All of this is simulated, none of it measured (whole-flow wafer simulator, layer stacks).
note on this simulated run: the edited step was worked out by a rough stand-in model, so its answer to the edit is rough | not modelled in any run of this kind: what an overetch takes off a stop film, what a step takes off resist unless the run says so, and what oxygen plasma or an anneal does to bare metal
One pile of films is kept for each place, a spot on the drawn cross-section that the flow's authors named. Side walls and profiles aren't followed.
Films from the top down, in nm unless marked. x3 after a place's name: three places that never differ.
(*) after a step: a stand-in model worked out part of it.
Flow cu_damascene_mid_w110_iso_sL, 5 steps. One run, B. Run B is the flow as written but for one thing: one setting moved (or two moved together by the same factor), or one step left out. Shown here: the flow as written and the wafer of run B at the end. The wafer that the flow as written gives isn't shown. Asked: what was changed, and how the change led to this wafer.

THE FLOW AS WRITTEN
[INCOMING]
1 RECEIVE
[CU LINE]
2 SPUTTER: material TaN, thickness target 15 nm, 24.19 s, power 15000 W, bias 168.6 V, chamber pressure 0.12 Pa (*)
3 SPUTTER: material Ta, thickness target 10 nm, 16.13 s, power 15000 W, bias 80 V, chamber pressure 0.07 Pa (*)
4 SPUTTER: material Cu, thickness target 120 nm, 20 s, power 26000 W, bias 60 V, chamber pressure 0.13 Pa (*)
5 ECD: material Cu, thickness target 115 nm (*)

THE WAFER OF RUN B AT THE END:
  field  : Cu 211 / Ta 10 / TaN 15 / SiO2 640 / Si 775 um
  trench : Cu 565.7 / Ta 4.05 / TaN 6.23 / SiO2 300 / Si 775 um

The cause: step 4, SPUTTER: thickness target 96 nm was run, where the flow has thickness target 120 nm.

How the change led to this, step by step:
  4 SPUTTER: material Cu, thickness target 120 nm, 20 s, power 26000 W, bias 60 V, chamber pressure 0.13 Pa (*)
      field: Cu +96 (new film) (as written it would be: Cu +120 (new film))
      trench: Cu +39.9 (new film) (as written it would be: Cu +49.9 (new film))
  5 ECD: material Cu, thickness target 115 nm (*)
      trench: Cu +525.8 (as written it would be: Cu +539.8)
